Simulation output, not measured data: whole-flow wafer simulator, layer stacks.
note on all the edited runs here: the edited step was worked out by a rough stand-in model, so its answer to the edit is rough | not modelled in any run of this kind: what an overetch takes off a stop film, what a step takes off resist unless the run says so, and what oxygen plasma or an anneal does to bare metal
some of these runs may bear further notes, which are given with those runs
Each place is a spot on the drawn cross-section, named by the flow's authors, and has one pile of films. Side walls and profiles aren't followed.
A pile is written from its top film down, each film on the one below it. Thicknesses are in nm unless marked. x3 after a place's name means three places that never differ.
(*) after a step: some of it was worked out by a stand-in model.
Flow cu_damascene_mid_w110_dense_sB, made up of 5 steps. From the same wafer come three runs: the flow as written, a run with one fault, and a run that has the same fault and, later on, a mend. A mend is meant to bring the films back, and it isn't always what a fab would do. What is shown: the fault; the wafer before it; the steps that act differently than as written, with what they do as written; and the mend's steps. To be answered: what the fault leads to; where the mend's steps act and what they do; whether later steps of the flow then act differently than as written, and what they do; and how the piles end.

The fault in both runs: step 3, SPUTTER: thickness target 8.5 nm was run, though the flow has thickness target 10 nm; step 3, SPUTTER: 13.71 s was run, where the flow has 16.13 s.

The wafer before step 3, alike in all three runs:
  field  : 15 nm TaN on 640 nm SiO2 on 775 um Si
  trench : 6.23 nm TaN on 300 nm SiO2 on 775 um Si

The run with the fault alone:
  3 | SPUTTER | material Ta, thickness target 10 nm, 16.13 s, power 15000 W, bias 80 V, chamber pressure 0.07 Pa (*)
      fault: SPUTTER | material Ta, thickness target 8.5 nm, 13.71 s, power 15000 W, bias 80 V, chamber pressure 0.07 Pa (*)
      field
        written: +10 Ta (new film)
        fault: +8.5 Ta (new film)
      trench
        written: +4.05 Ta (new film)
        fault: +3.44 Ta (new film)
  Later steps of the flow that are run all act as written at every place that is followed, up to a difference of at most 2% or 0.5 nm, whichever is larger.
  At field, trench, the piles at the end differ from the flow's by more than 2% or 0.5 nm, whichever is larger.
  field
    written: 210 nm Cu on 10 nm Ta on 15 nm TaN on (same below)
    fault: 210 nm Cu on 8.5 nm Ta on 15 nm TaN on (same below)
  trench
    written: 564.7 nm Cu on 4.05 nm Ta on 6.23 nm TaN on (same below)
    fault: 563.8 nm Cu on 3.44 nm Ta on 6.23 nm TaN on (same below)

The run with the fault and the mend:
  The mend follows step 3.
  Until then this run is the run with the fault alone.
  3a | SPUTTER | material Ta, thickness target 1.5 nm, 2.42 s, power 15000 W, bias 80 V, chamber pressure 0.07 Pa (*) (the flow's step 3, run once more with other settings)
      field
        +1.5 Ta
      trench
        +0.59 Ta
  Later steps of the flow that are run all act as written at every place that is followed.
  When the end is reached, the piles differ only a little from the flow's at the places that both follow, at most by 2% or 0.5 nm, whichever is larger.
